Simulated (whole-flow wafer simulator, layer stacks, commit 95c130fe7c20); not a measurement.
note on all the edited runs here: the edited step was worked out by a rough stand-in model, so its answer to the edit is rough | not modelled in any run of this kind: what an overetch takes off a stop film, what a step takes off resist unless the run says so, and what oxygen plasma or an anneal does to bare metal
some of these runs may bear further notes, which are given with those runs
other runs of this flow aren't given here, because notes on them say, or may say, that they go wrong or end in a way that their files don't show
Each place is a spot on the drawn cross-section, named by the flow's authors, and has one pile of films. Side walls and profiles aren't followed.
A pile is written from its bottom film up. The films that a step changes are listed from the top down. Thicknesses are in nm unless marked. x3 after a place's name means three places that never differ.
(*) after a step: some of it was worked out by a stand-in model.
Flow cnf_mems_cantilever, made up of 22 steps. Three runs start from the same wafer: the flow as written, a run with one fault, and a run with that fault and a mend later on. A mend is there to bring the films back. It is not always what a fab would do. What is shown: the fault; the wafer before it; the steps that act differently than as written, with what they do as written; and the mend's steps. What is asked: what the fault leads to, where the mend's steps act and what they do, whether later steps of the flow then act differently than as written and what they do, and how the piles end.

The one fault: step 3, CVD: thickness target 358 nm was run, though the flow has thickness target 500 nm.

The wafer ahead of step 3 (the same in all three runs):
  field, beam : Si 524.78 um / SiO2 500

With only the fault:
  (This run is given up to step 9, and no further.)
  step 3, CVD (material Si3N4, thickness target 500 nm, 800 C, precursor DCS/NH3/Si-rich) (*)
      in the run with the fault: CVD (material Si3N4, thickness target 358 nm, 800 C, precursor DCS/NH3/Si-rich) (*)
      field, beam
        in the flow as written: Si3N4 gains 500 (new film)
        in the run with the fault: Si3N4 gains 358 (new film)
  Every later step of the flow up to step 9 that is run acts as written at every place that is followed.
  After step 9, at field, beam, the piles differ from the flow's by more than 2% or 0.5 nm, whichever is larger.
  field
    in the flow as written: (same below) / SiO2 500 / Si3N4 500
    in the run with the fault: (same below) / SiO2 500 / Si3N4 358
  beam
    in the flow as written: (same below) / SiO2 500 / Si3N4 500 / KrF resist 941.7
    in the run with the fault: (same below) / SiO2 500 / Si3N4 358 / KrF resist 941.7

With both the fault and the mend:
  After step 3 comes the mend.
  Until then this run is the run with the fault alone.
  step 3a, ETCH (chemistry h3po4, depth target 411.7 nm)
      field, beam
        Si3N4 loses 358 (all of it)
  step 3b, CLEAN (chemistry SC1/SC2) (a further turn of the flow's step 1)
      leaves every film unchanged at each place that is followed
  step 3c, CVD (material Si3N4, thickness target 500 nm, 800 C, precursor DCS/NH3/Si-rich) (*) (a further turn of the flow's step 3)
      field, beam
        Si3N4 gains 500 (new film)
  Every later step of the flow that is run acts as written at every place that is followed.
  By the end, the piles equal the flow's at every place that both follow.
